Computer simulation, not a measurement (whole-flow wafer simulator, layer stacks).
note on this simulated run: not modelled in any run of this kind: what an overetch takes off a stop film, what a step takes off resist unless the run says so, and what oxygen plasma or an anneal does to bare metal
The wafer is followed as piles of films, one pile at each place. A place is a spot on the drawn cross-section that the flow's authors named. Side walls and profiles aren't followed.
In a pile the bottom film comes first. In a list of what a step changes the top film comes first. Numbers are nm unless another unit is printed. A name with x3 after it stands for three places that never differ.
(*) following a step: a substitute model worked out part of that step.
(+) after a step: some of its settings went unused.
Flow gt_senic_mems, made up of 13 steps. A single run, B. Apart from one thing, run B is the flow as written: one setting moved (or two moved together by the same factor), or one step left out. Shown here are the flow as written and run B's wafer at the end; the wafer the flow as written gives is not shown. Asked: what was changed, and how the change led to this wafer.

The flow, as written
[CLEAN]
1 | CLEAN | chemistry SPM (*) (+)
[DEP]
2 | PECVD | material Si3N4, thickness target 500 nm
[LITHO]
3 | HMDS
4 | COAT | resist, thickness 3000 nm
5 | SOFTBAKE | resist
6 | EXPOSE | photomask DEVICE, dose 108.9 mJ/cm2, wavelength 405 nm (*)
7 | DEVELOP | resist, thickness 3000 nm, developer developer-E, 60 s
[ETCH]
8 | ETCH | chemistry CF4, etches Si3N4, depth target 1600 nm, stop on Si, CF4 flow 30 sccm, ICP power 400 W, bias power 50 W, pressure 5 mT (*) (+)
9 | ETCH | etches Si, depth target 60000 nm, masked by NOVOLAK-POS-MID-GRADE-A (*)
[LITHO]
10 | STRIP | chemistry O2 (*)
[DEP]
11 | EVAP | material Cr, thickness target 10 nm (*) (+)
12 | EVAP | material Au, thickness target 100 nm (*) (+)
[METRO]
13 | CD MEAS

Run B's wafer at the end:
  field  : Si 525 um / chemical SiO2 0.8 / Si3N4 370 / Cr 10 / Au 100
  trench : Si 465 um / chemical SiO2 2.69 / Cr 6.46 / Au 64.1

What caused this: step 2, PECVD: thickness target 370 nm was run, though the flow has thickness target 500 nm.
The wafer lets one read it off: field has Si3N4 370, and step 2 as written asks for 500 nm.

How this came from the change, step by step:
  2 | PECVD | material Si3N4, thickness target 500 nm
      field, trench: +370 Si3N4 (new film) (in the flow as written it would be: +500 Si3N4 (new film))
  8 | ETCH | chemistry CF4, etches Si3N4, depth target 1600 nm, stop on Si, CF4 flow 30 sccm, ICP power 400 W, bias power 50 W, pressure 5 mT (*) (+)
      field: -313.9 resist (in the flow as written it would be: -400.5 resist)
      trench: -370 Si3N4 (all of it), -0.8 chemical SiO2 (all of it) (in the flow as written it would be: -500 Si3N4 (all of it), -0.8 chemical SiO2 (all of it))
  10 | STRIP | chemistry O2 (*)
      field: -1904 resist (all of it) (in the flow as written it would be: -1817.3 resist (all of it))
